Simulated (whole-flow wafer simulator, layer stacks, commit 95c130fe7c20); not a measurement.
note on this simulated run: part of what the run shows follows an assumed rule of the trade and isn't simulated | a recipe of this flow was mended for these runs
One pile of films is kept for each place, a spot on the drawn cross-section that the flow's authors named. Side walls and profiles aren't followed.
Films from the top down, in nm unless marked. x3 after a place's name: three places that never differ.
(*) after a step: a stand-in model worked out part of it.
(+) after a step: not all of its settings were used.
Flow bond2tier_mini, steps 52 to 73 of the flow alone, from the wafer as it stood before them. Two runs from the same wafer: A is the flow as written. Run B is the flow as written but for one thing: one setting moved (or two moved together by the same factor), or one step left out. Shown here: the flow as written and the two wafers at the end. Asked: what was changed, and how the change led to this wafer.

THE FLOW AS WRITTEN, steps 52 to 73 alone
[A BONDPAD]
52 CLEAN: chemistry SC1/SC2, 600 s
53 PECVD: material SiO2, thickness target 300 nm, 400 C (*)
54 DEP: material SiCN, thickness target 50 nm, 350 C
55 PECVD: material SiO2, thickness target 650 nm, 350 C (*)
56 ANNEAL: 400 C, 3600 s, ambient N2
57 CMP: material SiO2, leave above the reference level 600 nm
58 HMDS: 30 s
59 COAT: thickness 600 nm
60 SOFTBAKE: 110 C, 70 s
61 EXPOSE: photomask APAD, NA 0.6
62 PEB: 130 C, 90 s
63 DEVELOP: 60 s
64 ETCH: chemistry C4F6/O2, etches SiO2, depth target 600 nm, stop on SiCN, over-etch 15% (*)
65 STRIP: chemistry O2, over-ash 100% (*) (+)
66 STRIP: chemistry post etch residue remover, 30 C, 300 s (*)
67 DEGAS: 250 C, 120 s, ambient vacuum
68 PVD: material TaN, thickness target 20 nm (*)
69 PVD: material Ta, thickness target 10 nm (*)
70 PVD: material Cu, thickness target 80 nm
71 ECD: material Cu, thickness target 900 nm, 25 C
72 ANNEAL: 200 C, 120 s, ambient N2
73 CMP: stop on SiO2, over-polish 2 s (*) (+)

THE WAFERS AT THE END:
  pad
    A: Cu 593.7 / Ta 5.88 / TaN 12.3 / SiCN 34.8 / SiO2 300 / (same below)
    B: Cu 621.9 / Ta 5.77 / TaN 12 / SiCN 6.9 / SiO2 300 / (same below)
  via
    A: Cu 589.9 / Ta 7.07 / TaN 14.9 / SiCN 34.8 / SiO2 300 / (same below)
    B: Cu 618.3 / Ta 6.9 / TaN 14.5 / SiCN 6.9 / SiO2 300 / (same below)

The cause: step 64, ETCH: depth target 744 nm was run, where the flow has depth target 600 nm.

How the change led to this, step by step:
  64 ETCH: chemistry C4F6/O2, etches SiO2, depth target 600 nm, stop on SiCN, over-etch 15% (*)
      pad, via: A SiO2 -600 (all of it), SiCN -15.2 | B SiO2 -600 (all of it), SiCN -43.1
      field: A thick-KrF-resist -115 | B thick-KrF-resist -142.6
  65 STRIP: chemistry O2, over-ash 100% (*) (+)
      field: A thick-KrF-resist -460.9 (all of it) | B thick-KrF-resist -433.3 (all of it)
  70 PVD: material Cu, thickness target 80 nm
      via: A Cu +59 (new film) | B Cu +57.6 (new film)
